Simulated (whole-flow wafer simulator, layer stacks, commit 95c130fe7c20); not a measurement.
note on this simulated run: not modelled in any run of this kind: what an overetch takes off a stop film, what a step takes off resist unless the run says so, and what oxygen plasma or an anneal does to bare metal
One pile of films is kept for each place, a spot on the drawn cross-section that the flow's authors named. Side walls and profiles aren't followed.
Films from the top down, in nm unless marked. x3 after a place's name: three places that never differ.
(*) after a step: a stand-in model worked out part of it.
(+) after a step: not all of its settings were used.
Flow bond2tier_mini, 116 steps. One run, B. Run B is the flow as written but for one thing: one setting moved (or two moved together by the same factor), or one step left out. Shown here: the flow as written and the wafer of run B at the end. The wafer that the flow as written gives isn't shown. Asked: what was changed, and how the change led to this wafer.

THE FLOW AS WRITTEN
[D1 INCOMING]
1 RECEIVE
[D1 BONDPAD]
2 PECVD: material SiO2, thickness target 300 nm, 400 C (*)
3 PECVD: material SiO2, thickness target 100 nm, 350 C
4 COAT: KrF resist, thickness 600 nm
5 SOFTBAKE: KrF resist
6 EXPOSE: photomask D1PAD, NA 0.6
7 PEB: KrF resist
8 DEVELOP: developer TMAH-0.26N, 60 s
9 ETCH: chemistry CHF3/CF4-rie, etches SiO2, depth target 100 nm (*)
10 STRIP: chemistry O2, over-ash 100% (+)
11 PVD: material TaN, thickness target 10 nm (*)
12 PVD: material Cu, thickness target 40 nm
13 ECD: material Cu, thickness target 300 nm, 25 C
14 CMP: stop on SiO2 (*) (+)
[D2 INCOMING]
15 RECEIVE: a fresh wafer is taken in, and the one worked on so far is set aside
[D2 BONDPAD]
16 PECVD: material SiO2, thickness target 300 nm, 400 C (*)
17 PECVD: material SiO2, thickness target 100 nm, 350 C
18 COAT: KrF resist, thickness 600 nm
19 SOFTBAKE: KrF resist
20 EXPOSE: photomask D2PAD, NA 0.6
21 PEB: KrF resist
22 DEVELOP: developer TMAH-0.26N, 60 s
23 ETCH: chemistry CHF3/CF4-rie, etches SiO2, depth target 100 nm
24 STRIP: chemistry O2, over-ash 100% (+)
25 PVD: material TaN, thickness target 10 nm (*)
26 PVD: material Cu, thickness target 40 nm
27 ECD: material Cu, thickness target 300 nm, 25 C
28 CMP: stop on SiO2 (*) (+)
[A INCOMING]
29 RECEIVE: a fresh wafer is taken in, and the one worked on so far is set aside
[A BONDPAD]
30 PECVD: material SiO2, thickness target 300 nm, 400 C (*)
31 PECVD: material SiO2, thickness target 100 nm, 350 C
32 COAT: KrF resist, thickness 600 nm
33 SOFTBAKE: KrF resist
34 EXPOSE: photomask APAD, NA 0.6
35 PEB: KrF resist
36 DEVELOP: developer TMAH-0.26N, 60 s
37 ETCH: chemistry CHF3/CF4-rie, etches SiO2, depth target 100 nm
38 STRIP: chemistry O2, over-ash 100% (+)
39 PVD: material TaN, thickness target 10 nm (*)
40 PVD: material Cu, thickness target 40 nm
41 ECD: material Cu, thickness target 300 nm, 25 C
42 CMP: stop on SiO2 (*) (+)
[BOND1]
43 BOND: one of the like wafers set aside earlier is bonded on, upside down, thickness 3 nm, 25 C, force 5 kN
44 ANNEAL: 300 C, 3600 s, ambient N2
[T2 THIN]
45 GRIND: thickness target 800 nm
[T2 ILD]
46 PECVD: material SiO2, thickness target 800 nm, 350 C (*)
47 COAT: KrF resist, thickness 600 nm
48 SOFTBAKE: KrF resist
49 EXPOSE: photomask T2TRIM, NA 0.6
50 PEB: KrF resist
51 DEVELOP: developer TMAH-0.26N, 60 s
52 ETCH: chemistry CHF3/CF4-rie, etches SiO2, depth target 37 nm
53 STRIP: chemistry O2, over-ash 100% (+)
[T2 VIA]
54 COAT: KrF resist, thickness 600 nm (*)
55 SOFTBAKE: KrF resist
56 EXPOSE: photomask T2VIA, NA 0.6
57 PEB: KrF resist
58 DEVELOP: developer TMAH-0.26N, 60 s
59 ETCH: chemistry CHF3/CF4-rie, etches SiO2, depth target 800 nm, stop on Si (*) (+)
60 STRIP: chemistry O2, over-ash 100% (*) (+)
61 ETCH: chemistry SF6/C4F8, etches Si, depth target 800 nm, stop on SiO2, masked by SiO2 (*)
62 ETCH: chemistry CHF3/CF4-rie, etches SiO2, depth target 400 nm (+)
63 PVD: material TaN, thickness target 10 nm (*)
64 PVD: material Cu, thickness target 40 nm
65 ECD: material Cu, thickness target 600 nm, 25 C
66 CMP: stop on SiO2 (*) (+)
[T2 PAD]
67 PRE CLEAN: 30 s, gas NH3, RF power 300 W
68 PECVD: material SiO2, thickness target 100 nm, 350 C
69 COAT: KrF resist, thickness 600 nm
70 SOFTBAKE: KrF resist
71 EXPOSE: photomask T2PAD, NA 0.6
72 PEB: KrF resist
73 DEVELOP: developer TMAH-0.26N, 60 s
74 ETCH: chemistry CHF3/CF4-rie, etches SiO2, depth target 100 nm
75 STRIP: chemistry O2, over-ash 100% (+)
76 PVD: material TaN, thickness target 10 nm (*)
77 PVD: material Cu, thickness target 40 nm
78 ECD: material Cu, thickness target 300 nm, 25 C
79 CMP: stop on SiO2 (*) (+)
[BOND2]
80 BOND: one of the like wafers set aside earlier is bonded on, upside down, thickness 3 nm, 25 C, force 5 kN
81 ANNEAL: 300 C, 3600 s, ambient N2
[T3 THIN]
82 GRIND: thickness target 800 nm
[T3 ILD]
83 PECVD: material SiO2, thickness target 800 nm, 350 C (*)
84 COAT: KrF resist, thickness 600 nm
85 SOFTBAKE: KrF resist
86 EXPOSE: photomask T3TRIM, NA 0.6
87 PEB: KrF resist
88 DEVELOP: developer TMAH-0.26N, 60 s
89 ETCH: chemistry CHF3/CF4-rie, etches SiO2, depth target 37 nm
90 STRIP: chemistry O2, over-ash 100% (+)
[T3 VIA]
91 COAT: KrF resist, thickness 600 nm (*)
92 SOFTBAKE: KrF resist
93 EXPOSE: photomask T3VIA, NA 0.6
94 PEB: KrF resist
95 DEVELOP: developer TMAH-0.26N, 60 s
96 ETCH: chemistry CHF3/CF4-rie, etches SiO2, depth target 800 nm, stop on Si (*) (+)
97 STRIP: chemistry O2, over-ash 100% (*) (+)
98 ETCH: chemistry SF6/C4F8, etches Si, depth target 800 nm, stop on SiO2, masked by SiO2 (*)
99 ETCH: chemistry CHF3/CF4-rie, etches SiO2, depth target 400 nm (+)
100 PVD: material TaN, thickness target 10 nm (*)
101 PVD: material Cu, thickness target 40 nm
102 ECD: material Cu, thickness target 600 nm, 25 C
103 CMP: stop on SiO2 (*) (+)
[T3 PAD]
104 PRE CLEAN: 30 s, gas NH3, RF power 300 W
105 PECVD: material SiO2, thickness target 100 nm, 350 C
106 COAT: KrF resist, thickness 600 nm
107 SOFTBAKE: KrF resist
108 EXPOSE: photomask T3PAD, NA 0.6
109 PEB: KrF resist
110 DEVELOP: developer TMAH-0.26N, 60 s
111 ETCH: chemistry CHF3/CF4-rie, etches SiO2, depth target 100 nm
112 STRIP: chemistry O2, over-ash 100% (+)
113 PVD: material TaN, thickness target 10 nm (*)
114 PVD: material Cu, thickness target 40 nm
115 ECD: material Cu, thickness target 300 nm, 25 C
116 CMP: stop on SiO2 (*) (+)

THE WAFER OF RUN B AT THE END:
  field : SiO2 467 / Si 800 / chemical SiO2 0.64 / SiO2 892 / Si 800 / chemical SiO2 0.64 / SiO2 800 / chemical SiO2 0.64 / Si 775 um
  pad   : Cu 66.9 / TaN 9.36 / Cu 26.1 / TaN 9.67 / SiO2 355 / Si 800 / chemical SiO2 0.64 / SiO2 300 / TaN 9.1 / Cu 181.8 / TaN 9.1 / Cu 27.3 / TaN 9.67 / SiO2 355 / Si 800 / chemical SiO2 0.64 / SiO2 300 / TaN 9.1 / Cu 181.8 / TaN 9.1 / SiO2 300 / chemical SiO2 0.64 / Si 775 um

The cause: step 105, PECVD: thickness target 75 nm was run, where the flow has thickness target 100 nm.

How the change led to this, step by step:
  105 PECVD: material SiO2, thickness target 100 nm, 350 C
      field: SiO2 +75 (as written it would be: SiO2 +100)
      pad: SiO2 +75 (new film) (as written it would be: SiO2 +100 (new film))
  111 ETCH: chemistry CHF3/CF4-rie, etches SiO2, depth target 100 nm
      pad: SiO2 -75 (all of it), Cu -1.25 (as written it would be: SiO2 -100 (all of it))
  114 PVD: material Cu, thickness target 40 nm
      pad: Cu +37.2 (new film) (as written it would be: Cu +36.4 (new film))
  115 ECD: material Cu, thickness target 300 nm, 25 C
      pad: Cu +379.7 (as written it would be: Cu +404.5)
